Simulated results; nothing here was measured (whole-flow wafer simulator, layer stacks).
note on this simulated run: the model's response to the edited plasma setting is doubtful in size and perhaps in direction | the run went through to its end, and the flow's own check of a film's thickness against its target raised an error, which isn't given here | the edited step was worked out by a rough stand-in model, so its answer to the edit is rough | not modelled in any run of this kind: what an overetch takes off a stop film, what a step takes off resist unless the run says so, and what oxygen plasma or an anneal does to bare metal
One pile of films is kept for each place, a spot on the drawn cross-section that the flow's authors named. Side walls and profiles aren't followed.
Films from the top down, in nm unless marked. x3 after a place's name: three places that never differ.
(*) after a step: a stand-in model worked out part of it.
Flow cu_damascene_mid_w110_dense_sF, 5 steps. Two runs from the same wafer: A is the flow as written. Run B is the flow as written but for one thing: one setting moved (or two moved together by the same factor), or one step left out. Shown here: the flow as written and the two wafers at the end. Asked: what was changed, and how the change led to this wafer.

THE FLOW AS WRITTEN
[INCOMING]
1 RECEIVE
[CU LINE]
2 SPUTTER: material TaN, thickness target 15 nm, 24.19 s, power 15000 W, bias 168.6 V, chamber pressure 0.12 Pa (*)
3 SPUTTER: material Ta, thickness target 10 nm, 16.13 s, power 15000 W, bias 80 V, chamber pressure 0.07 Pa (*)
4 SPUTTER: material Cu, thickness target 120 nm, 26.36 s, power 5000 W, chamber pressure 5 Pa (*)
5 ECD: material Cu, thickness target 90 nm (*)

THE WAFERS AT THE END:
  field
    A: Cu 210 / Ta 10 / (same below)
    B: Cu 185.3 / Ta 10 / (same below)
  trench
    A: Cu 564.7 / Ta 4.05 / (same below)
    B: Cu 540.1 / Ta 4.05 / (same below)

The cause: step 4, SPUTTER: power 4175 W was run, where the flow has power 5000 W.

How the change led to this, step by step:
  4 SPUTTER: material Cu, thickness target 120 nm, 26.36 s, power 5000 W, chamber pressure 5 Pa (*)
      field: A Cu +120 (new film) | B Cu +95.3 (new film)
      trench: A Cu +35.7 (new film) | B Cu +31.6 (new film)
  5 ECD: material Cu, thickness target 90 nm (*)
      trench: A Cu +529 | B Cu +508.5
